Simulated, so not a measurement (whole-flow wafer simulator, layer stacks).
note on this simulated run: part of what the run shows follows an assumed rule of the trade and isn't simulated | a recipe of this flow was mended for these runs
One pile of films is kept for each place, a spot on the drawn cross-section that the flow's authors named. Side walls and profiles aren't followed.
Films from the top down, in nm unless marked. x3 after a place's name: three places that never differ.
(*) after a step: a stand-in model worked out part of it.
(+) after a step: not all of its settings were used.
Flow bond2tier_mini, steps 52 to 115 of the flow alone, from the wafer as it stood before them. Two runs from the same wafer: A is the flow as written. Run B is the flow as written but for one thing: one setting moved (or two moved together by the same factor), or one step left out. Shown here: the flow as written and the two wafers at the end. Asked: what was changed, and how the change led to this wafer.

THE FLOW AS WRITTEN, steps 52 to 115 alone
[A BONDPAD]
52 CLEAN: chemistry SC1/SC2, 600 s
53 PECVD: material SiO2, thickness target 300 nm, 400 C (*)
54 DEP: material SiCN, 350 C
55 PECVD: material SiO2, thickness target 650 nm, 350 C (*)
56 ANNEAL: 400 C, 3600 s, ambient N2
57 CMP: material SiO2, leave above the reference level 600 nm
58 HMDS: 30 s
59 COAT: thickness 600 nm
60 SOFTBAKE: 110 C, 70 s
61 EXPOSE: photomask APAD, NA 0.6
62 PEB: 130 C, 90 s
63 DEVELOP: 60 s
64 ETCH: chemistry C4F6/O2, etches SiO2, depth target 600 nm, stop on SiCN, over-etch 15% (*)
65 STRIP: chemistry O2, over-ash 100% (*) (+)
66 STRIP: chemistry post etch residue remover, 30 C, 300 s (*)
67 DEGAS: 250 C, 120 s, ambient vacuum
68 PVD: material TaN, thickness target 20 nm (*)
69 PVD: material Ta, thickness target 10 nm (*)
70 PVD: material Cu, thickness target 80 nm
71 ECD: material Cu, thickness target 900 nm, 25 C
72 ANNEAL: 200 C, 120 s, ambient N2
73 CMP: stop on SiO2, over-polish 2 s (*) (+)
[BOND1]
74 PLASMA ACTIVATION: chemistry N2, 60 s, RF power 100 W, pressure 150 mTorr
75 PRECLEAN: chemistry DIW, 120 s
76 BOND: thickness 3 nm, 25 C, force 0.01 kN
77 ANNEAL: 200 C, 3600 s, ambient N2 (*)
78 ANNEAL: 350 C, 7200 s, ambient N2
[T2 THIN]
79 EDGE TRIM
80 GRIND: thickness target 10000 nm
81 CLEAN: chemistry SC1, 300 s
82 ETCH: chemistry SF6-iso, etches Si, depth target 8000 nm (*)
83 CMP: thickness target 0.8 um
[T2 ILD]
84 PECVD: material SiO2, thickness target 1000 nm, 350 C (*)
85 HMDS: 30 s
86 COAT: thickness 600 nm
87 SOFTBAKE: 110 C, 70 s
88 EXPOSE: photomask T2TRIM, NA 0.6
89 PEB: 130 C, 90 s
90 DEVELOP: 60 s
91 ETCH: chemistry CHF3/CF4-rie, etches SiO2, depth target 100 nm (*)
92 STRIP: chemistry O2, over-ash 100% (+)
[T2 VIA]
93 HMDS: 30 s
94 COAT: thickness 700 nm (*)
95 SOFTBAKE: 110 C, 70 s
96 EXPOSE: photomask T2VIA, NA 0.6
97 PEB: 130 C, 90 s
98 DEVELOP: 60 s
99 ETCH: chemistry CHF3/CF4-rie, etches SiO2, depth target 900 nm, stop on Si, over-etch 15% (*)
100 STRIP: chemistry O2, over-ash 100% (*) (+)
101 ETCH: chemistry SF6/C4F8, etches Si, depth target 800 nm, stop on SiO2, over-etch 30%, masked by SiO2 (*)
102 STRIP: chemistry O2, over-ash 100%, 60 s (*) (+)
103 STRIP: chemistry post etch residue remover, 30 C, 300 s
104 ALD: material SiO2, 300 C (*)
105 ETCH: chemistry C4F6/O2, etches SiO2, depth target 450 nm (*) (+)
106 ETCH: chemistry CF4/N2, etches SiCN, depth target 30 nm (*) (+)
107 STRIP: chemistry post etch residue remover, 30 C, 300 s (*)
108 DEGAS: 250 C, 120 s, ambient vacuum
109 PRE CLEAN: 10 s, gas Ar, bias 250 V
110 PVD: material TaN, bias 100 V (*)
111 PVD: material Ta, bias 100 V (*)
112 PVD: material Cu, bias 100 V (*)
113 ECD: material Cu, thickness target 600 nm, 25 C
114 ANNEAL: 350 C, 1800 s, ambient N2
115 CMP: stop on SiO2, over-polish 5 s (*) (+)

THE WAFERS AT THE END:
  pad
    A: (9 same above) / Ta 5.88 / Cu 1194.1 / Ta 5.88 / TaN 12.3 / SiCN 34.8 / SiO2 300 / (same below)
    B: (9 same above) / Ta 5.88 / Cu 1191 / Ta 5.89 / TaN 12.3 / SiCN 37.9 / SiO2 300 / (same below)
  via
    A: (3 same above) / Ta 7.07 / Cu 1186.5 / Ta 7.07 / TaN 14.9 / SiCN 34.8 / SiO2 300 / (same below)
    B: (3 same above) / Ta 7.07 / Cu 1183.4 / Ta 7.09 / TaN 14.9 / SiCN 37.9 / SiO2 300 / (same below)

The cause: step 64, ETCH: over-etch 12% was run, where the flow has over-etch 15%.

How the change led to this, step by step:
  64 ETCH: chemistry C4F6/O2, etches SiO2, depth target 600 nm, stop on SiCN, over-etch 15% (*)
      pad, via: A SiO2 -600 (all of it), SiCN -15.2 | B SiO2 -600 (all of it), SiCN -12.1
      field: A thick-KrF-resist -115 | B thick-KrF-resist -112
